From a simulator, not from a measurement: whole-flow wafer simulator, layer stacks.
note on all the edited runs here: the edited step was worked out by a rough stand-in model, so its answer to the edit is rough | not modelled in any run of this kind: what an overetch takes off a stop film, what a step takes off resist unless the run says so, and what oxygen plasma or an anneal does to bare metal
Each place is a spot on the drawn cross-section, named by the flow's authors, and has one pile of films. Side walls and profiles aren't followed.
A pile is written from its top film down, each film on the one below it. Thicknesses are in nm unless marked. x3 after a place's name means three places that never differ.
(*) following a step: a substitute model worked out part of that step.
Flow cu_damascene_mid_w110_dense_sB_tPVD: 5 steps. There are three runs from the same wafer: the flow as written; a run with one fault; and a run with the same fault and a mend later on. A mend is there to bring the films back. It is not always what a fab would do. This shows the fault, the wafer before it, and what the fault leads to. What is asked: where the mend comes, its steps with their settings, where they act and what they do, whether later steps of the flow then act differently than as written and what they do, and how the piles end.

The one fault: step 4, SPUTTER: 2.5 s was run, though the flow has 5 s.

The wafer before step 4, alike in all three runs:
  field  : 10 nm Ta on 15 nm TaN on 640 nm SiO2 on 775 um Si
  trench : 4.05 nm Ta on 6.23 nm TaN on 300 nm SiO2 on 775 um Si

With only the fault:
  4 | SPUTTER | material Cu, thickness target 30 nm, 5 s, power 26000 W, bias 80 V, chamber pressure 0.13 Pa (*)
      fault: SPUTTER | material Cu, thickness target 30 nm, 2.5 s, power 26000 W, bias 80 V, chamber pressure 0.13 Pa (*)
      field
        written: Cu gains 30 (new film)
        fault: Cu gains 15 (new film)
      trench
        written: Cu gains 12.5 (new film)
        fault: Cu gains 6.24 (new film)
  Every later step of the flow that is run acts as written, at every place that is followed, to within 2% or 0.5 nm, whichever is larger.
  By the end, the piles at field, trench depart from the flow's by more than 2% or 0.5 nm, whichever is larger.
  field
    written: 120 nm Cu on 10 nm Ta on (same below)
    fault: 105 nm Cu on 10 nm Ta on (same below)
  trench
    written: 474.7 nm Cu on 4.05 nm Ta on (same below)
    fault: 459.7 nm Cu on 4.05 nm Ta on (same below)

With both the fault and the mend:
  The mend follows step 4.
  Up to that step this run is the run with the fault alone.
  4a | SPUTTER | material Cu, thickness target 30 nm, 2.5 s, power 26000 W, bias 80 V, chamber pressure 0.13 Pa (*) (the flow's step 4 again, with other settings)
      field
        Cu gains 15
      trench
        Cu gains 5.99
  Every later step of the flow that is run acts as written, at every place that is followed, to within 2% or 0.5 nm, whichever is larger.
  By the end, the piles equal the flow's at every place that both follow.
